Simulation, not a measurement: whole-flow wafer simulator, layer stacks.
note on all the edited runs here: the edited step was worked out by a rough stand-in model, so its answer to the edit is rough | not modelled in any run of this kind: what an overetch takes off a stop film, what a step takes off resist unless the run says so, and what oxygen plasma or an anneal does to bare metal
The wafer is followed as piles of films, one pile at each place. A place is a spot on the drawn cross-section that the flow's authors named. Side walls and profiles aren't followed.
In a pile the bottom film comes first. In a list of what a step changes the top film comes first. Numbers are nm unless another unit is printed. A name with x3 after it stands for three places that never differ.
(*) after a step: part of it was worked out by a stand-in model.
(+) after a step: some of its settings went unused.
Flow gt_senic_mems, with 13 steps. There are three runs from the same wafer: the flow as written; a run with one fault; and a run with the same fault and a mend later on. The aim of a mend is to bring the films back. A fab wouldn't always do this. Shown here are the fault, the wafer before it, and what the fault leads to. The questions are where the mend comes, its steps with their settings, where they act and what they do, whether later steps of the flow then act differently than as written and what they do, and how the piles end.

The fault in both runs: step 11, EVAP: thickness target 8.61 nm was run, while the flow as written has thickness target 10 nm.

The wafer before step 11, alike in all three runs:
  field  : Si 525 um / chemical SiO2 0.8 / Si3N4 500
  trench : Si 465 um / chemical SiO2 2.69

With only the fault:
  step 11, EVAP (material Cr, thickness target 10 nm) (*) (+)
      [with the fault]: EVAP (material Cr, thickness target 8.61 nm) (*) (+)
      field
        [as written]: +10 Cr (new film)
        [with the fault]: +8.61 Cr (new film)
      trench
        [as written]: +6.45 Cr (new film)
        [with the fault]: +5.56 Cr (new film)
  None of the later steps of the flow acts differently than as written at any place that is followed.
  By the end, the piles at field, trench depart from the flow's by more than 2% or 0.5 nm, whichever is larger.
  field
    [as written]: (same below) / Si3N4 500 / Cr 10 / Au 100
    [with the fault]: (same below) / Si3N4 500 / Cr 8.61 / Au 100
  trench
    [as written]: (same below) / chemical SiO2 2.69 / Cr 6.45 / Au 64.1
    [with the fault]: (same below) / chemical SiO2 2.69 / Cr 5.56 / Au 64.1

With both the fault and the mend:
  After step 11 comes the mend.
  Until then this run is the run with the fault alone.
  step 11a, EVAP (material Cr, thickness target 1.39 nm) (*) (a further turn of the flow's step 11, with different settings)
      field
        +1.39 Cr
      trench
        +0.9 Cr
  None of the later steps of the flow acts differently than as written at any place that is followed.
  The piles end only slightly different from the flow's at the places that both follow, by no more than 2% or 0.5 nm, whichever is larger.
